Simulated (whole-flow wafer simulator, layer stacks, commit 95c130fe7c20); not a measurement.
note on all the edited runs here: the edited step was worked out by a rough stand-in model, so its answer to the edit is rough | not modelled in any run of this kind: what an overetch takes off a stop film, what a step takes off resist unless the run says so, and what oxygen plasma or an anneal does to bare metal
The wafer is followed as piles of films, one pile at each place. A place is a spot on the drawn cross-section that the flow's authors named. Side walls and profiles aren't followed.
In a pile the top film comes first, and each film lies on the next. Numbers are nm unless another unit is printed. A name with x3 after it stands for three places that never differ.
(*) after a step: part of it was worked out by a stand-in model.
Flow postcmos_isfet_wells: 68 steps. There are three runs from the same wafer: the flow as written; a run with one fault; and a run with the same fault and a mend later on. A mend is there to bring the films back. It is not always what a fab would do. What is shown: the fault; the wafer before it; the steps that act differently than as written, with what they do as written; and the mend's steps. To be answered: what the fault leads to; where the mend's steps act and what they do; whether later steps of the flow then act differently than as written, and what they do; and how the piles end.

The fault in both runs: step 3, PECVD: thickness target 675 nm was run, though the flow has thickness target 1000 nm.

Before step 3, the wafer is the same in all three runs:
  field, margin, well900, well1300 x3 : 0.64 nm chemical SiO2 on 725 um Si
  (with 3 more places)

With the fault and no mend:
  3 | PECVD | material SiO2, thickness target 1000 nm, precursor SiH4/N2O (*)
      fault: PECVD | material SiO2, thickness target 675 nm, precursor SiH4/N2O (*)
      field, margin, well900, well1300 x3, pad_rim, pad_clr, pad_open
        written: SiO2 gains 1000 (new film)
        fault: SiO2 gains 675 (new film)
  Every later step of the flow that is run acts as written at every place that is followed.
  At field, margin, well900, well1300 x3, pad_rim, pad_clr, pad_open, the piles at the end differ from the flow's by more than 2% or 0.5 nm, whichever is larger.
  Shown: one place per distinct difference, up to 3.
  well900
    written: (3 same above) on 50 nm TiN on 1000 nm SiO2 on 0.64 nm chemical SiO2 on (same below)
    fault: (3 same above) on 50 nm TiN on 675 nm SiO2 on 0.64 nm chemical SiO2 on (same below)
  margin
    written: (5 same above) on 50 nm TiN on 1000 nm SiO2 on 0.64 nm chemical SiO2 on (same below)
    fault: (5 same above) on 50 nm TiN on 675 nm SiO2 on 0.64 nm chemical SiO2 on (same below)
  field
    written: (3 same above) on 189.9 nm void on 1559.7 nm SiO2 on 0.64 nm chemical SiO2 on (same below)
    fault: (3 same above) on 189.9 nm void on 1234.7 nm SiO2 on 0.64 nm chemical SiO2 on (same below)

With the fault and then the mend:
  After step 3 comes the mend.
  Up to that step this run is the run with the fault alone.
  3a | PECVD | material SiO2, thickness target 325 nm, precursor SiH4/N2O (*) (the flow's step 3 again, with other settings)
      field, margin, well900, well1300 x3, pad_rim, pad_clr, pad_open
        SiO2 gains 325
  Every later step of the flow that is run acts as written at every place that is followed.
  At every place that both follow, the piles at the end match the flow's.
